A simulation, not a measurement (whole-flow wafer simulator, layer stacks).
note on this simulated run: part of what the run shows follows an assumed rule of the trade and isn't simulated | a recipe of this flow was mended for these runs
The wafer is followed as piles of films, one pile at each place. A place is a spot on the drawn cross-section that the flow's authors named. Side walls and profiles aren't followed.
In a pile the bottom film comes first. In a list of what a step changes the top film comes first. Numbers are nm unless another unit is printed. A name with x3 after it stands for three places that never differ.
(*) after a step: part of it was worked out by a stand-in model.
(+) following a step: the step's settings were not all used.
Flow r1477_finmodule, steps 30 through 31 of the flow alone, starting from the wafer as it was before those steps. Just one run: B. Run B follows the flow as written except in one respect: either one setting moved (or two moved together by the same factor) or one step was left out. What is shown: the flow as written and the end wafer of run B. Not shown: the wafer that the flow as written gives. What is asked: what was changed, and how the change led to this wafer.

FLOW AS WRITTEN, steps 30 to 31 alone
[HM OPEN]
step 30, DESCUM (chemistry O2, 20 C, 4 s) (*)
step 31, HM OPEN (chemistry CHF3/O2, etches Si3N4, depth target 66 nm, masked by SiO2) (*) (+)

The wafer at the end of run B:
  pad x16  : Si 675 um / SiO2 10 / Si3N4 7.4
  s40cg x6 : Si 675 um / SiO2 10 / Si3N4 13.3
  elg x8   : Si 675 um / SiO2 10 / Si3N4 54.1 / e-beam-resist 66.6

What caused this: step 31, HM OPEN: depth target 46.7 nm was run, whereas the flow has depth target 66 nm.

How this came from the change, step by step:
  step 31, HM OPEN (chemistry CHF3/O2, etches Si3N4, depth target 66 nm, masked by SiO2) (*) (+)
      pad x16: Si3N4 loses 46.7 (in the flow as written it would be: Si3N4 loses 54.1 (all of it), SiO2 loses 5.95)
      s40cg x6: Si3N4 loses 46.7 (in the flow as written it would be: Si3N4 loses 60 (all of it), SiO2 loses 3)
      (as well as at 14 more places)
